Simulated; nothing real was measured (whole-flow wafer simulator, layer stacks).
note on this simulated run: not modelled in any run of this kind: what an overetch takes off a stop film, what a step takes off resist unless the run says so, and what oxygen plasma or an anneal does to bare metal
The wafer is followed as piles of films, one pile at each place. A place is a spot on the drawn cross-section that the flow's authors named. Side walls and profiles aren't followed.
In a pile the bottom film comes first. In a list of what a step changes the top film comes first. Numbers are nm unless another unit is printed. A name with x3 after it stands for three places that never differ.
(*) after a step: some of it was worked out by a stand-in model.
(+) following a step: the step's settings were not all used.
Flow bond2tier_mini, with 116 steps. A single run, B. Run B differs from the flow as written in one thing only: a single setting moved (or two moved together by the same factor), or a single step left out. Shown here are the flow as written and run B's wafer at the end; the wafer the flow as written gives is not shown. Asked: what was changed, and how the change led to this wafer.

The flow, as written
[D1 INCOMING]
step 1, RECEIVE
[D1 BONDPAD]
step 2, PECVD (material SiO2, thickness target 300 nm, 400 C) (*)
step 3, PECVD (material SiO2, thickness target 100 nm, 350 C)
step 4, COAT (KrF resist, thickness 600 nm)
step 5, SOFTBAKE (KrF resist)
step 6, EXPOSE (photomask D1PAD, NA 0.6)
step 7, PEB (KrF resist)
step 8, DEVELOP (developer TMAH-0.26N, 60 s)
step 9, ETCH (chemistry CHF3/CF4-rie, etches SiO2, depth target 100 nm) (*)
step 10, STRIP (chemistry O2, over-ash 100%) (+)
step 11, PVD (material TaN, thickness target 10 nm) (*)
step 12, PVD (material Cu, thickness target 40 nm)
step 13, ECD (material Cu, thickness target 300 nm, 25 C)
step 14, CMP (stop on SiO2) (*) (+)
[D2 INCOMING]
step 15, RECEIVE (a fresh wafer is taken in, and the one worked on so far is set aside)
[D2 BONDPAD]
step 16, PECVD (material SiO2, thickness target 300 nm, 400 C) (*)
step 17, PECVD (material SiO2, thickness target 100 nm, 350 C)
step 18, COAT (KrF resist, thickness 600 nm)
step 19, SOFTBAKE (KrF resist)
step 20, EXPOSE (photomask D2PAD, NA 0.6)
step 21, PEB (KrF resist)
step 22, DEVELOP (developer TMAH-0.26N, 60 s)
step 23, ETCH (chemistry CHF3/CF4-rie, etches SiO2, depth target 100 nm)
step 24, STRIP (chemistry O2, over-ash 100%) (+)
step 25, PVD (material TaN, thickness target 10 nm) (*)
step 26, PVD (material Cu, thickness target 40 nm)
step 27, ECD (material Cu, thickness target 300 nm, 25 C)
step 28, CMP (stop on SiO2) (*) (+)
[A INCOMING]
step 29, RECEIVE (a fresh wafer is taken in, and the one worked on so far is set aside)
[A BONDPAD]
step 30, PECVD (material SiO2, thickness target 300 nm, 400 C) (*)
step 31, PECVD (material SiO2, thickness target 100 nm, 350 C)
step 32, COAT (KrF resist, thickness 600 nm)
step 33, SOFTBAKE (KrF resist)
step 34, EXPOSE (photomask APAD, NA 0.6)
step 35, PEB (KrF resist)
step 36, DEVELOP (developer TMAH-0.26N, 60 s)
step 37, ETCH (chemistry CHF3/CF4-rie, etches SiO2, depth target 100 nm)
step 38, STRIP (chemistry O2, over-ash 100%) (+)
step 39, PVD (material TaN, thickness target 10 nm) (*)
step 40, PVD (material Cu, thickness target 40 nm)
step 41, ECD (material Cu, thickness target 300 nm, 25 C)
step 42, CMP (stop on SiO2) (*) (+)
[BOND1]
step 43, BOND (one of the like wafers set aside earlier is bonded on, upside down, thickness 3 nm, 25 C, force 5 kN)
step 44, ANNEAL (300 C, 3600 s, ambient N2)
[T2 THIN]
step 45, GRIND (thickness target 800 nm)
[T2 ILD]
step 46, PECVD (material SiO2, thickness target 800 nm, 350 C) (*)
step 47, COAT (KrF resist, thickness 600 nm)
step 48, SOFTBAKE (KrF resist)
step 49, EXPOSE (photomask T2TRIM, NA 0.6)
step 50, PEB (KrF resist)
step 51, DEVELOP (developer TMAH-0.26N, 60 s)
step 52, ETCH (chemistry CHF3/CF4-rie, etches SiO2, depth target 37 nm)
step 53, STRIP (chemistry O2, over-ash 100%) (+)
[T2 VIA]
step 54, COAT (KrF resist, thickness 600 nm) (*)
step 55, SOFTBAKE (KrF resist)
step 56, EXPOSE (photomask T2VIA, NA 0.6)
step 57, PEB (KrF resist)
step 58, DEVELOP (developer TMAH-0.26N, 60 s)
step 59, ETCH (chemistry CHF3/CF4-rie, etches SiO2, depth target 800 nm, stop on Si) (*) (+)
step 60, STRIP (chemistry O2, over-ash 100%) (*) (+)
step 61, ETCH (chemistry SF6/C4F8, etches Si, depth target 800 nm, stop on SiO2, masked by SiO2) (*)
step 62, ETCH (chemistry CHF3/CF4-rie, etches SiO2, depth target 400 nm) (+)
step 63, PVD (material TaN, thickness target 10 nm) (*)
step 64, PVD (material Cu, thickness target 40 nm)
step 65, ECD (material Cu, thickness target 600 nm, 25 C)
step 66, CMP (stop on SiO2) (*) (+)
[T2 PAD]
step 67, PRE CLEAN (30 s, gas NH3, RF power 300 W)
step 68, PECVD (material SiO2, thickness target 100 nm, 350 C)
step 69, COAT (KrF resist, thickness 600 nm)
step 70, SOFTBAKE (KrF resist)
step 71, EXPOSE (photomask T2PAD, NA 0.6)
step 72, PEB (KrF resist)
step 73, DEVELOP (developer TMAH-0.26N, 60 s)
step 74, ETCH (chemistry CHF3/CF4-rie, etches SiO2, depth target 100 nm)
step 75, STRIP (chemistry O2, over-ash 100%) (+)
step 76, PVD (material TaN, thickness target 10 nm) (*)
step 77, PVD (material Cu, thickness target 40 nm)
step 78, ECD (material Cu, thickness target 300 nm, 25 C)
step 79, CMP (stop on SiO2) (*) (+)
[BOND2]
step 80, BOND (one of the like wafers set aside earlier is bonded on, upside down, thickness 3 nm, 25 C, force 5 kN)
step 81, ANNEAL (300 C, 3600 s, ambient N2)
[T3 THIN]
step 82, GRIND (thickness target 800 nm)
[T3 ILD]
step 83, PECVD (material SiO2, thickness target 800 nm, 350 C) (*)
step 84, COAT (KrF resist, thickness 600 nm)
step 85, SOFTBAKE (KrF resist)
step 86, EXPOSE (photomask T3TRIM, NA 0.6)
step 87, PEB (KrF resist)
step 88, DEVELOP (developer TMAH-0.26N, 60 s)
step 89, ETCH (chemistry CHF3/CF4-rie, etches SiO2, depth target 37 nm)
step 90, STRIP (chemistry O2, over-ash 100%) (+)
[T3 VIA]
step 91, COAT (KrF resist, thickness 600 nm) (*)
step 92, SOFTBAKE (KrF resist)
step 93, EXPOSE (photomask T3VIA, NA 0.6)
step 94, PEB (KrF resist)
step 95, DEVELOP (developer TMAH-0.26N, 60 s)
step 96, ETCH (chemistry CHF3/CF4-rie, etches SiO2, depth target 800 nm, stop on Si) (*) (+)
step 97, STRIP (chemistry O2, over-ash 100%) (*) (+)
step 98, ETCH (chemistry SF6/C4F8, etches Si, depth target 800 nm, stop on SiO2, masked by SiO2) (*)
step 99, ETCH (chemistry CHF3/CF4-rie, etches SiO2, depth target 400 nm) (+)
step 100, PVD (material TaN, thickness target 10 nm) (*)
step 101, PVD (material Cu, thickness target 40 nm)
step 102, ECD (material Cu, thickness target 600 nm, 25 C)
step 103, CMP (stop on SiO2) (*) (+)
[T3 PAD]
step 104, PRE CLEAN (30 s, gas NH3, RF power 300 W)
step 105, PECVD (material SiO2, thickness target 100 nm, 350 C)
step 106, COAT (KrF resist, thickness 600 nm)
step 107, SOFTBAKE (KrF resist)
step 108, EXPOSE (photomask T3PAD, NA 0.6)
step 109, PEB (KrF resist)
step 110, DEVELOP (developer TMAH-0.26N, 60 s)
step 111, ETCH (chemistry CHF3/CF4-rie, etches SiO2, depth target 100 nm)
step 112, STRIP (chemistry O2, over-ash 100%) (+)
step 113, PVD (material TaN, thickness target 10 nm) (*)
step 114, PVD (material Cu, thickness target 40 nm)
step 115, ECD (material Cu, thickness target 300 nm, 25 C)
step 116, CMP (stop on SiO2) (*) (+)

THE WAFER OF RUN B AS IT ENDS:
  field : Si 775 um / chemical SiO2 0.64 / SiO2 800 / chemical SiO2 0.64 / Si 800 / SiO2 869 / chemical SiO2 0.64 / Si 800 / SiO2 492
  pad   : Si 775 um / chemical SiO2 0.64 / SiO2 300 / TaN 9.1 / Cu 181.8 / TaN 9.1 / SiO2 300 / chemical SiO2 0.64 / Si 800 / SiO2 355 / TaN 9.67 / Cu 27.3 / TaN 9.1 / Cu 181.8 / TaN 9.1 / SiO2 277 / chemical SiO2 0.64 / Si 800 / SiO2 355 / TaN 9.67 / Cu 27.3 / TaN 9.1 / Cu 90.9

Cause: step 17, PECVD: thickness target 77 nm was run, whereas the flow has thickness target 100 nm.

Step by step, how the change led to this:
  step 17, PECVD (material SiO2, thickness target 100 nm, 350 C)
      field, pad, via: +77 SiO2 (as written it would have been: +100 SiO2)
  step 80, BOND (one of the like wafers set aside earlier is bonded on, upside down, thickness 3 nm, 25 C, force 5 kN)
      field: +775 um Si (new film), +0.64 chemical SiO2 (new film), +377 SiO2 (as written it would have been: +775 um Si (new film), +0.64 chemical SiO2 (new film), +400 SiO2)
      pad: +775 um Si (new film), +0.64 chemical SiO2 (new film), +277 SiO2 (new film), +9.1 TaN (new film), +90.9 Cu (as written it would have been: +775 um Si (new film), +0.64 chemical SiO2 (new film), +300 SiO2 (new film), +9.1 TaN (new film), +90.9 Cu)
